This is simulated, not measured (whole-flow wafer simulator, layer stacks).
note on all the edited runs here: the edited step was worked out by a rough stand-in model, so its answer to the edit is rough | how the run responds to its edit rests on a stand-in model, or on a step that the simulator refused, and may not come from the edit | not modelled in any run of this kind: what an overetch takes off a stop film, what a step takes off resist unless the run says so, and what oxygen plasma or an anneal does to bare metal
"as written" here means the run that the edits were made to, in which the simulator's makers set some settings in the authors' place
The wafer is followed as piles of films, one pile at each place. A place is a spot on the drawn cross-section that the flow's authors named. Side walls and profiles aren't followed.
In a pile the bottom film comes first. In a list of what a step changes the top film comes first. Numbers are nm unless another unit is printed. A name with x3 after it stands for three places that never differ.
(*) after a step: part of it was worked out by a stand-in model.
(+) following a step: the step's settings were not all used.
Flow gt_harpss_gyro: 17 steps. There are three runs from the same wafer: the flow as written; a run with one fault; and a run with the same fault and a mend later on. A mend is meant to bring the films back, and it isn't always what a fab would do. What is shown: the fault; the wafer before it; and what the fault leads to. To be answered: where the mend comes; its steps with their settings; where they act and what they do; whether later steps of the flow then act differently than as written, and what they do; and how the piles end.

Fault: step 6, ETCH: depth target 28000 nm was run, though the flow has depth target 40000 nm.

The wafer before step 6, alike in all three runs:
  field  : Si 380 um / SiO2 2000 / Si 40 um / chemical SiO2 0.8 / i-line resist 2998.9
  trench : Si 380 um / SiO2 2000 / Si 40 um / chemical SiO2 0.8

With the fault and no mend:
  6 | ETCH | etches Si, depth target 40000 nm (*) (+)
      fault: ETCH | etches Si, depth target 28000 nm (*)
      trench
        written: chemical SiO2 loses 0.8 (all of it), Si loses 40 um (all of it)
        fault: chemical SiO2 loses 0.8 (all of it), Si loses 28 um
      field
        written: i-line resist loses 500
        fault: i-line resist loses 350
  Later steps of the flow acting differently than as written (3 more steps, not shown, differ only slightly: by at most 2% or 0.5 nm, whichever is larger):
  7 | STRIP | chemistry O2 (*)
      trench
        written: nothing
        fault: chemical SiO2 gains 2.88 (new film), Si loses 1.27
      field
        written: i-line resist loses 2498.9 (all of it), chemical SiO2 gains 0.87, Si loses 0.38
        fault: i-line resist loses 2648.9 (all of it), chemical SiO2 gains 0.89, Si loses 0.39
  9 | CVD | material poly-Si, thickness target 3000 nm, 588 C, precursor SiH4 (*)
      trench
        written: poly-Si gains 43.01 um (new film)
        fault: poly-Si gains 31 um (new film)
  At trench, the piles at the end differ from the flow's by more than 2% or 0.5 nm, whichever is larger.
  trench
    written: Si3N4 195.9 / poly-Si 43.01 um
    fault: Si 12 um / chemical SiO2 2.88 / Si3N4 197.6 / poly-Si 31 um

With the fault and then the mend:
  The mend stands after step 6.
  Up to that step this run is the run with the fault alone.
  6a | ETCH | etches Si, depth target 12000 nm (*) (+) (the flow's step 6, run once more with other settings)
      field
        i-line resist loses 150
      trench
        Si loses 12 um (all of it)
  Later steps of the flow that are run all act as written at every place that is followed.
  The piles end the same as the flow's at every place that both follow.
